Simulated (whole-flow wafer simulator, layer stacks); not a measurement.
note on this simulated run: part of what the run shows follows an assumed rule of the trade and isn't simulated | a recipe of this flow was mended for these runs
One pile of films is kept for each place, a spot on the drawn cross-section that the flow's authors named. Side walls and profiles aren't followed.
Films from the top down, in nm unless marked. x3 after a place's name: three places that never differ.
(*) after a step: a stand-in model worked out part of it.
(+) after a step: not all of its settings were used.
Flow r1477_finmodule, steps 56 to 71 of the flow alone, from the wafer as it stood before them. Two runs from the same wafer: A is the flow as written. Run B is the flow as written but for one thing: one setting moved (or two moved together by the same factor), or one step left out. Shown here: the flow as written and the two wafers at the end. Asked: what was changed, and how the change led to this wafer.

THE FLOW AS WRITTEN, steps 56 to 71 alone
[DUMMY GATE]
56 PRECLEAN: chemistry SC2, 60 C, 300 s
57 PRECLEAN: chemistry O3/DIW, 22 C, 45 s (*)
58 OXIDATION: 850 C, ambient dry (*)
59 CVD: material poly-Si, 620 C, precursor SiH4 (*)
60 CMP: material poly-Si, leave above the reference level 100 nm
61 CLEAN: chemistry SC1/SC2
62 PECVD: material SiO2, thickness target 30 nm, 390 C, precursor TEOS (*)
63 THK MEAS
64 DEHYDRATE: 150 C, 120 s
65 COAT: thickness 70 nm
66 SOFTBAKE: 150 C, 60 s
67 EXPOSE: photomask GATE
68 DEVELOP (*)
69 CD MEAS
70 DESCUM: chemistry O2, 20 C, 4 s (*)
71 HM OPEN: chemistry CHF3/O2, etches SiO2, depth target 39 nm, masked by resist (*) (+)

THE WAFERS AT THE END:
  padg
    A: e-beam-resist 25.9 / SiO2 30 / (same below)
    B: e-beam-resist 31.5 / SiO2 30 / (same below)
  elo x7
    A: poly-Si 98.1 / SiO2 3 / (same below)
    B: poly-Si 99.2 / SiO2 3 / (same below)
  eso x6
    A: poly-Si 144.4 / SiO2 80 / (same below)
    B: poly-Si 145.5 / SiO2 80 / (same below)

The cause: step 71, HM OPEN: depth target 33.2 nm was run, where the flow has depth target 39 nm.

How the change led to this, step by step:
  71 HM OPEN: chemistry CHF3/O2, etches SiO2, depth target 39 nm, masked by resist (*) (+)
      pad, elo x7, eso x6, e200so, s40co x3: A SiO2 -30 (all of it), chemical SiO2 -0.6 (all of it), poly-Si -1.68 | B SiO2 -30 (all of it), chemical SiO2 -0.6 (all of it), poly-Si -0.52
      padg, elg x7, esg x6, e200sg, s40cg x3: A e-beam-resist -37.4 | B e-beam-resist -31.8
